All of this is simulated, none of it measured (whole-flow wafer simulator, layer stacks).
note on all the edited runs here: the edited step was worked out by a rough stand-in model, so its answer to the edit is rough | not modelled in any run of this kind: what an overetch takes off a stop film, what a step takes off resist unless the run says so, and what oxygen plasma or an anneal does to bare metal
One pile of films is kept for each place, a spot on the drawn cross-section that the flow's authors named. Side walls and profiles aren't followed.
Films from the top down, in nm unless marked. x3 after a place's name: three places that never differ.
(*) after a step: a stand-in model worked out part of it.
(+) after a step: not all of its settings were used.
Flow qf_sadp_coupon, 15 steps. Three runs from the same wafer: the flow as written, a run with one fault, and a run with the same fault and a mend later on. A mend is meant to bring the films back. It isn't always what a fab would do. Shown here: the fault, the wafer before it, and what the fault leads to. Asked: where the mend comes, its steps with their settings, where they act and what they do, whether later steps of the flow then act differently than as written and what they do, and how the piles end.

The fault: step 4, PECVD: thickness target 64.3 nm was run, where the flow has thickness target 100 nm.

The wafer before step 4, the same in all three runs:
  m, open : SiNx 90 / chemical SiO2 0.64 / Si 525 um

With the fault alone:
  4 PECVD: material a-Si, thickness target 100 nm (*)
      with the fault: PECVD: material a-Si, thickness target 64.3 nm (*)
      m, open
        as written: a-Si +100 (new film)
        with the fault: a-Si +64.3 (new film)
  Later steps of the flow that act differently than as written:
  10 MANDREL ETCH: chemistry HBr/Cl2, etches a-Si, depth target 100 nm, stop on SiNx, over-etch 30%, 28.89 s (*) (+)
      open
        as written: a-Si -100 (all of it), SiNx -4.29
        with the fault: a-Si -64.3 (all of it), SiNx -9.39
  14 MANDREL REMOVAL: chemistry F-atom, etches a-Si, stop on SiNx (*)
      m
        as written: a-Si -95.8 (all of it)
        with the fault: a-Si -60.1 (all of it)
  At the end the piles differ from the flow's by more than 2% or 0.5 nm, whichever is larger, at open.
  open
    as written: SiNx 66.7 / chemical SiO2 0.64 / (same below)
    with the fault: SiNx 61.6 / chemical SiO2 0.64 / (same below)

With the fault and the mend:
  The mend comes after step 4.
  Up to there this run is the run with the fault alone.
  4a PECVD: material a-Si, thickness target 35.7 nm (*) (the flow's step 4 once more, with other settings)
      m, open
        a-Si +35.7
  No later step of the flow acts differently than as written at any place that is followed.
  At the end the piles are the same as the flow's at every place that both follow.
